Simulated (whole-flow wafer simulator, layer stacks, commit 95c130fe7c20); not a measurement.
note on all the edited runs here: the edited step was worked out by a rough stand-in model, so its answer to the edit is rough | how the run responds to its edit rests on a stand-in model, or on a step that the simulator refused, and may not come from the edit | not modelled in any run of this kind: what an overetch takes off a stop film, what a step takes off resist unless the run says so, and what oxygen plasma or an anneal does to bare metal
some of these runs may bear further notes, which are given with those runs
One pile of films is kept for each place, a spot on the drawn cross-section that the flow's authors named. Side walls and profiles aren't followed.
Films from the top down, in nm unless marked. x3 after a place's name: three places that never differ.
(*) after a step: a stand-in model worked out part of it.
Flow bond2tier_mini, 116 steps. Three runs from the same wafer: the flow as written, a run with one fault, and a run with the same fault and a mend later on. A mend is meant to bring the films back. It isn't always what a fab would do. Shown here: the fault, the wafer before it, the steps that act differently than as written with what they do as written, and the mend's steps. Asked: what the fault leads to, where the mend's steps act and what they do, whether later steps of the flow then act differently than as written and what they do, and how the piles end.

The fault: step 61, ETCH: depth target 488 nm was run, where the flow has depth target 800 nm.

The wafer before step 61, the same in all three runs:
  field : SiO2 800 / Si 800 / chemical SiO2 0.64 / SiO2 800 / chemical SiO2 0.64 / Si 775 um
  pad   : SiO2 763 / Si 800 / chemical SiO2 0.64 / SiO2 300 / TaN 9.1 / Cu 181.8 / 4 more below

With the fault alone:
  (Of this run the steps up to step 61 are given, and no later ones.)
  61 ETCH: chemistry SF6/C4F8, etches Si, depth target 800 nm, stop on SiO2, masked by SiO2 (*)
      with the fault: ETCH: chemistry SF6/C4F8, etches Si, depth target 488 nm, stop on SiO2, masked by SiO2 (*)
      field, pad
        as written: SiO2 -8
        with the fault: SiO2 -4.88
  After step 61 the piles differ from the flow's only slightly at the places that both follow, by at most 2% or 0.5 nm, whichever is larger.

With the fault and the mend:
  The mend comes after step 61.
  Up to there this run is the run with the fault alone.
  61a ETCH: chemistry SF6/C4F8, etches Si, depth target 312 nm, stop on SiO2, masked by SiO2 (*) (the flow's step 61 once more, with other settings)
      field, pad
        SiO2 -3.12
  No later step of the flow acts differently than as written at any place that is followed.
  At the end the piles are the same as the flow's at every place that both follow.
